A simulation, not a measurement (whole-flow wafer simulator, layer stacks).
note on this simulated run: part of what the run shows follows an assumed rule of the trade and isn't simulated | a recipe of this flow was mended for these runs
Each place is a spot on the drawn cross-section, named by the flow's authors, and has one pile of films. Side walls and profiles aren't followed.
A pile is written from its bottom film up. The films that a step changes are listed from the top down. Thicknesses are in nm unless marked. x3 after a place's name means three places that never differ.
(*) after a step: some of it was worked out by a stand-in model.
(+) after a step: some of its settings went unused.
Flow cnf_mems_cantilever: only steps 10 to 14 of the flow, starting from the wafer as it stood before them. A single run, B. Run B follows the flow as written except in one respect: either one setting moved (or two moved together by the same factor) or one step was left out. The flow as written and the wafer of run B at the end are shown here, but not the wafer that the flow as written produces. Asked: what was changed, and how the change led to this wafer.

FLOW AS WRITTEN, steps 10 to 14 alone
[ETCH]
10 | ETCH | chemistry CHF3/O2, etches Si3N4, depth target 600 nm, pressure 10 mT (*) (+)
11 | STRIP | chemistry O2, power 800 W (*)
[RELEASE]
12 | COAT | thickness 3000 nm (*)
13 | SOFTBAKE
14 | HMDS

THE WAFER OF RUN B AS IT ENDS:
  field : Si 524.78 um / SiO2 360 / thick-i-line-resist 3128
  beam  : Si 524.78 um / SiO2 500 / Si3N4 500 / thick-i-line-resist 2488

What caused this: step 10, ETCH: depth target 780 nm was run, whereas the flow has depth target 600 nm.

Step by step, how the change led to this:
  10 | ETCH | chemistry CHF3/O2, etches Si3N4, depth target 600 nm, pressure 10 mT (*) (+)
      field: Si3N4 loses 500 (all of it), SiO2 loses 140 (in the flow as written it would be: Si3N4 loses 500 (all of it), SiO2 loses 50)
      beam: KrF-resist loses 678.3 (in the flow as written it would be: KrF-resist loses 521.7)
  11 | STRIP | chemistry O2, power 800 W (*)
      beam: KrF-resist loses 304.4 (all of it) (in the flow as written it would be: KrF-resist loses 460.9 (all of it))
  12 | COAT | thickness 3000 nm (*)
      beam: thick-i-line-resist gains 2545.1 (new film) (in the flow as written it would be: thick-i-line-resist gains 2607.6 (new film))
  13 | SOFTBAKE
      field: thick-i-line-resist gains 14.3 (in the flow as written it would be: thick-i-line-resist gains 11.9)
      beam: thick-i-line-resist loses 57.1 (in the flow as written it would be: thick-i-line-resist loses 47.6)
